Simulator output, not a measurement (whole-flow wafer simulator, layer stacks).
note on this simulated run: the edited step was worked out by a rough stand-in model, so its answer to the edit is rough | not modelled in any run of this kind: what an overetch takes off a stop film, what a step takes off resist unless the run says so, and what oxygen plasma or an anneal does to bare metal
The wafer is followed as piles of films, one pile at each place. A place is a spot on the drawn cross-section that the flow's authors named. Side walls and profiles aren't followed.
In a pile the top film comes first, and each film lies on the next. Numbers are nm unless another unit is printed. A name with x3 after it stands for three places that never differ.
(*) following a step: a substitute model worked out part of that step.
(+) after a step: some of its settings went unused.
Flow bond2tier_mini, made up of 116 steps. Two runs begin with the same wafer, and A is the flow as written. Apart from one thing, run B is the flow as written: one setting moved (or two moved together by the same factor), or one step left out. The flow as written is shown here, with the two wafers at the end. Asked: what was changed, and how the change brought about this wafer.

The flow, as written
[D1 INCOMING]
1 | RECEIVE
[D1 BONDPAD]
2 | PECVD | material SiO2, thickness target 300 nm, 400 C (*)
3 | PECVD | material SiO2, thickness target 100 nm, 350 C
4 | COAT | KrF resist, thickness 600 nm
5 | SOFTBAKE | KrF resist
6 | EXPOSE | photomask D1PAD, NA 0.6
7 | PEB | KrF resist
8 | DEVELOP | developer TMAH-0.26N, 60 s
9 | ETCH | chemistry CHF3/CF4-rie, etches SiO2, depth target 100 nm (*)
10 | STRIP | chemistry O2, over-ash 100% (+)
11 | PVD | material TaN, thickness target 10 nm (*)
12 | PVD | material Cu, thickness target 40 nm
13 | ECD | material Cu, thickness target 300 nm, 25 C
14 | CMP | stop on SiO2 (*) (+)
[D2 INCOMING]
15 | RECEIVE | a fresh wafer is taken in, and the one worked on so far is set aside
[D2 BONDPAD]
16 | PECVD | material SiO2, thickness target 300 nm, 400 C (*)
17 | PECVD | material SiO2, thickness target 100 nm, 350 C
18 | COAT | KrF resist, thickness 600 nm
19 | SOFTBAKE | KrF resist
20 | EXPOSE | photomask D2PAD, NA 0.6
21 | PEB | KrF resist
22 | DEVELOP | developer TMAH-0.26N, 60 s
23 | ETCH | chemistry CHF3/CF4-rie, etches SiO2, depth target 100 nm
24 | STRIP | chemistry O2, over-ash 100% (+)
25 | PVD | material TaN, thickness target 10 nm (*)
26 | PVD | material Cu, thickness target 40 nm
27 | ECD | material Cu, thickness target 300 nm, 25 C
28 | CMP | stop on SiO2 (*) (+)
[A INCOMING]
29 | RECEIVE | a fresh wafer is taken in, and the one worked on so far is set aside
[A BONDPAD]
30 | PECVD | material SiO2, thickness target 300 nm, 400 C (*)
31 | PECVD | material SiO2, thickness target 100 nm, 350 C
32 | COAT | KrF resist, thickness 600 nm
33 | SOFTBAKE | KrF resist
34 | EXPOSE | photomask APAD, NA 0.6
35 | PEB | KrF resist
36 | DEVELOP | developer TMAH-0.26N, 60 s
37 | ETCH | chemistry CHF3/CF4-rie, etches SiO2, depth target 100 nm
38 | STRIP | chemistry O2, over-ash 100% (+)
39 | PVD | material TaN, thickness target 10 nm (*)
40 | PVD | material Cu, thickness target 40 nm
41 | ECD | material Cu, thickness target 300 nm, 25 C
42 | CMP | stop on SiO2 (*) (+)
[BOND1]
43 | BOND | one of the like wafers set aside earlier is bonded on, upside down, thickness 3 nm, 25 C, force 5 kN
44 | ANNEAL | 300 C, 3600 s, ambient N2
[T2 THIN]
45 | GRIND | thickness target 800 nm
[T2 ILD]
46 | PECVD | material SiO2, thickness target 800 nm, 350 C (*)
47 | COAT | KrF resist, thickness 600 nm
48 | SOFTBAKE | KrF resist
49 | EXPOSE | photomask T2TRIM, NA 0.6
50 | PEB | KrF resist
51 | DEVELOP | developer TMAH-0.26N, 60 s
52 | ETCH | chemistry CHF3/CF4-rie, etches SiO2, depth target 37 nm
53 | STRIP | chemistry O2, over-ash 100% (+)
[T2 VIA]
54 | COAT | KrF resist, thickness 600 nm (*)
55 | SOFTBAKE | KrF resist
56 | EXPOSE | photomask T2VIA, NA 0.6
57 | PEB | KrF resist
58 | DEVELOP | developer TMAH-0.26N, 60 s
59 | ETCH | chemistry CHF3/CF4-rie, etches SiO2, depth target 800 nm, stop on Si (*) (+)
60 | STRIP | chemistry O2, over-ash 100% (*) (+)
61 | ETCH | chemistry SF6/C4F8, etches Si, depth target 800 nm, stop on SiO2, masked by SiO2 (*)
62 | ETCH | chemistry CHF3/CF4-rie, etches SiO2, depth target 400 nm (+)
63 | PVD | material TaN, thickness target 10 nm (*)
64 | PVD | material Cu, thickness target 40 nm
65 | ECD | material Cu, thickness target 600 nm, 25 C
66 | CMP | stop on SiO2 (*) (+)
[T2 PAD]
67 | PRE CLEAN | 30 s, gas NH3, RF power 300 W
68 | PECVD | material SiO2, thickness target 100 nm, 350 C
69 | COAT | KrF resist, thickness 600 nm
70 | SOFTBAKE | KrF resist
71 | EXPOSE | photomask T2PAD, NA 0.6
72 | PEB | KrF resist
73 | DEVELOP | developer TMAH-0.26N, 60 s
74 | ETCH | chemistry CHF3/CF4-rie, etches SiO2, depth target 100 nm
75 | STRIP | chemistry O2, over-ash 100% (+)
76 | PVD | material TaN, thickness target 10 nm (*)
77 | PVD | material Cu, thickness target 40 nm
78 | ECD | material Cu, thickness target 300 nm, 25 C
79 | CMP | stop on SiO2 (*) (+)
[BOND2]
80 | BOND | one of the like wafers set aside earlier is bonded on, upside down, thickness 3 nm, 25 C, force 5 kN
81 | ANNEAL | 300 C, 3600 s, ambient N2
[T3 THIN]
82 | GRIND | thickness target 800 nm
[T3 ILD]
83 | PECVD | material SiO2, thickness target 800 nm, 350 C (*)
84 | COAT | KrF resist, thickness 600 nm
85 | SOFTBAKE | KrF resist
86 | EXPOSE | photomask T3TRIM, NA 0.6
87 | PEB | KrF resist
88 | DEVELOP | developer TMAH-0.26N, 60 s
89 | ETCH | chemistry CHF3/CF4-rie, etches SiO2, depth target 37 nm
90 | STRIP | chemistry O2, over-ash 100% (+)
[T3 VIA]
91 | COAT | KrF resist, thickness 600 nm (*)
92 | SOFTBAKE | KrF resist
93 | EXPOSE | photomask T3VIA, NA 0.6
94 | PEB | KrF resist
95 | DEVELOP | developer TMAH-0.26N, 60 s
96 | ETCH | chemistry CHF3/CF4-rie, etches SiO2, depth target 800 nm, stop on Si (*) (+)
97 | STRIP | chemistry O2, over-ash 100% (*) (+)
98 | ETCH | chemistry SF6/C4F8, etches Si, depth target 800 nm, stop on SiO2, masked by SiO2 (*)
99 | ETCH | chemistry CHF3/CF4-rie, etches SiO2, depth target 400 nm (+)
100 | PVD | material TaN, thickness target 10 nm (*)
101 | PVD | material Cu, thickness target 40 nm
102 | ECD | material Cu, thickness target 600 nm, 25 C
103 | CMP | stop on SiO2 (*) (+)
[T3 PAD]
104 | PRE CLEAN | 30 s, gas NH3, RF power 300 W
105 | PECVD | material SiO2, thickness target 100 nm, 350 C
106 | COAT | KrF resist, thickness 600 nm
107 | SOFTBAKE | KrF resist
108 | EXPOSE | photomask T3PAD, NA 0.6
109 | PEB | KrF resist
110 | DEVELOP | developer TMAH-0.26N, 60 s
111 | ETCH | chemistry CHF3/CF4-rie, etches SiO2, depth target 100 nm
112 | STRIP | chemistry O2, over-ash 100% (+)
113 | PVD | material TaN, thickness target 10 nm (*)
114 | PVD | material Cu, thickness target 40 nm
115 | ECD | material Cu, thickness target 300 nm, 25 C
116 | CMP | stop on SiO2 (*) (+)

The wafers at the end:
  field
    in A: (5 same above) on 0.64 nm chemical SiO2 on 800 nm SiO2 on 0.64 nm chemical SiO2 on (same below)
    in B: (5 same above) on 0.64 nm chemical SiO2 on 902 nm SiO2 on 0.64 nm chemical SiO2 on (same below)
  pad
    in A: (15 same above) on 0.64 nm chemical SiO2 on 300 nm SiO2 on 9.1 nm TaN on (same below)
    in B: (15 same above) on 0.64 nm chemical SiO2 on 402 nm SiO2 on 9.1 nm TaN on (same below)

The reason: step 2, PECVD: thickness target 402 nm was run, whereas the flow has thickness target 300 nm.
The wafer itself shows it: pad has SiO2 402, and step 2 as written asks for 300 nm.

Step by step, how the change led to this:
  2 | PECVD | material SiO2, thickness target 300 nm, 400 C (*)
      field, pad, via: A SiO2 gains 300 (new film) | B SiO2 gains 402 (new film)
  43 | BOND | one of the like wafers set aside earlier is bonded on, upside down, thickness 3 nm, 25 C, force 5 kN
      field: A Si gains 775 um (new film), chemical SiO2 gains 0.64 (new film), SiO2 gains 400 | B Si gains 775 um (new film), chemical SiO2 gains 0.64 (new film), SiO2 gains 502
      pad: A Si gains 775 um (new film), chemical SiO2 gains 0.64 (new film), SiO2 gains 300 (new film), TaN gains 9.1 (new film), Cu gains 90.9 | B Si gains 775 um (new film), chemical SiO2 gains 0.64 (new film), SiO2 gains 402 (new film), TaN gains 9.1 (new film), Cu gains 90.9
      (also at 1 further place)
